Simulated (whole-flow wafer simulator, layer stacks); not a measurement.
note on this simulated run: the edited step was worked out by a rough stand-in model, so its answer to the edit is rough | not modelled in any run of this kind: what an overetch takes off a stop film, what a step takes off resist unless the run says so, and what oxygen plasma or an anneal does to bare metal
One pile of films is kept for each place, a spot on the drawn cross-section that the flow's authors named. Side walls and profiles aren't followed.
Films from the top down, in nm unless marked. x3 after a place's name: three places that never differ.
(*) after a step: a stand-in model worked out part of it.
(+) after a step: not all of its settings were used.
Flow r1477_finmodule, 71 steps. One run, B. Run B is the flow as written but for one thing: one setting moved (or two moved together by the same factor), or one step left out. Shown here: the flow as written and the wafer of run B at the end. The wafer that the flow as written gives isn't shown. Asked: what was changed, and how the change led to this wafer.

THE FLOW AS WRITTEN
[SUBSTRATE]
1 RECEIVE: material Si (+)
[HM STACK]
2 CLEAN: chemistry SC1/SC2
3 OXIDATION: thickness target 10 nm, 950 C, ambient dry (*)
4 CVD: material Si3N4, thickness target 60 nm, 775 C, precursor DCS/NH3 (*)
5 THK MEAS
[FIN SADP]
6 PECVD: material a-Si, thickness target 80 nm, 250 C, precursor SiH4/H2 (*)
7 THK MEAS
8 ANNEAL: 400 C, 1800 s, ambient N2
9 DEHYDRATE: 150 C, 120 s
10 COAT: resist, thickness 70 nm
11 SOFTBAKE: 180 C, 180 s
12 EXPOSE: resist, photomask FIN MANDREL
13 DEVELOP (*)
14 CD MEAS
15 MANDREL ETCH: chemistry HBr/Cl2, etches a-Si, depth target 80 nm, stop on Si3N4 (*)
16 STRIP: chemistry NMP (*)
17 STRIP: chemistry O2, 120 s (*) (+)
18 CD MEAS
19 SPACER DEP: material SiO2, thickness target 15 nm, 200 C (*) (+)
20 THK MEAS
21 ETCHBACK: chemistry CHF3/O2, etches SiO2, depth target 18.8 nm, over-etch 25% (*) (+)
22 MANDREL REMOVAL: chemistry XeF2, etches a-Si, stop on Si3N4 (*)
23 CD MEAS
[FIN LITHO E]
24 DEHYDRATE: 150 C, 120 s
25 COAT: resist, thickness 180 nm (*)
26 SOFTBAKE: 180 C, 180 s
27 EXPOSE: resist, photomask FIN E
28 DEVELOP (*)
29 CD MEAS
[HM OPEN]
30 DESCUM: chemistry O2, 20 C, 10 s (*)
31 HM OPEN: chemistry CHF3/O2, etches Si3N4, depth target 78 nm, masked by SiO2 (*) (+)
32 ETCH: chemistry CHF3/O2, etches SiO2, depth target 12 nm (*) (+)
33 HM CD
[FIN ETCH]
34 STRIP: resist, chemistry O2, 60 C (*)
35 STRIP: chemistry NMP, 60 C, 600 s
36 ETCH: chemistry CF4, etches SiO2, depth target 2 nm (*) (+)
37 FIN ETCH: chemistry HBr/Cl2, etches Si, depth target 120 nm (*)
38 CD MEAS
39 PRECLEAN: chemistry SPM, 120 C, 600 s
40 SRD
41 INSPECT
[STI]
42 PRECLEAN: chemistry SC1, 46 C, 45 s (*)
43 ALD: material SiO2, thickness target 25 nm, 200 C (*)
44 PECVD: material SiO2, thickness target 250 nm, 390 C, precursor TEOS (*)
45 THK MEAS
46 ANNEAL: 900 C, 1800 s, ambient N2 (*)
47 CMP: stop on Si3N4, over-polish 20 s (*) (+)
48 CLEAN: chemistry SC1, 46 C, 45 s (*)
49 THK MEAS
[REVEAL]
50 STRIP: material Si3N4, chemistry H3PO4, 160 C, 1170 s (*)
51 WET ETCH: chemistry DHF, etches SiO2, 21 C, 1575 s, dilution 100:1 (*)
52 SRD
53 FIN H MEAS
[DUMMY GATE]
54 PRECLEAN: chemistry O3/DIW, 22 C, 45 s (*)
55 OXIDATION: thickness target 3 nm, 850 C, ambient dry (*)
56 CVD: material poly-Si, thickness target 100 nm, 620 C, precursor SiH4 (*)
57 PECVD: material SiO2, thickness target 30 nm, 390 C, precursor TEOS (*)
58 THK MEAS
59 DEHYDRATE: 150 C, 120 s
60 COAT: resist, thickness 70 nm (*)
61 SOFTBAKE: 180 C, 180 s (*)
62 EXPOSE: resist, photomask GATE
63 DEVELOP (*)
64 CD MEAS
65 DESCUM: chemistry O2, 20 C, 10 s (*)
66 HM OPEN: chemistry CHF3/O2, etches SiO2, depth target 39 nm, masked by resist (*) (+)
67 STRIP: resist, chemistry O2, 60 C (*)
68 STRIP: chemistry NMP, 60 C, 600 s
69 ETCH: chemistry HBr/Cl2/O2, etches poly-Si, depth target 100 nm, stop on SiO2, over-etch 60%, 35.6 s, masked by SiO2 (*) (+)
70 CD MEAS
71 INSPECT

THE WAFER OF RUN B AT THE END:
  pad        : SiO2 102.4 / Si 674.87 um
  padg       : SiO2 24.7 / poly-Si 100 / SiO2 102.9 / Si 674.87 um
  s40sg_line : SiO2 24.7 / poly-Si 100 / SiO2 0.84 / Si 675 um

The cause: step 55, OXIDATION: 765 C was run, where the flow has 850 C.

How the change led to this, step by step:
  55 OXIDATION: thickness target 3 nm, 850 C, ambient dry (*)
      s40sg_line, s45sg_line, s50sg_line, s40so_line, s45so_line, s50so_line: SiO2 +0.84 (new film), chemical SiO2 -0.84 (all of it) (as written it would be: SiO2 +3 (new film), chemical SiO2 -0.84 (all of it), Si -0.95)
  67 STRIP: resist, chemistry O2, 60 C (*)
      s40sg, s45sg: resist -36 (all of it) (as written it would be: resist -36.9 (all of it))
      s50sg: resist -35.8 (all of it) (as written it would be: resist -36.8 (all of it))
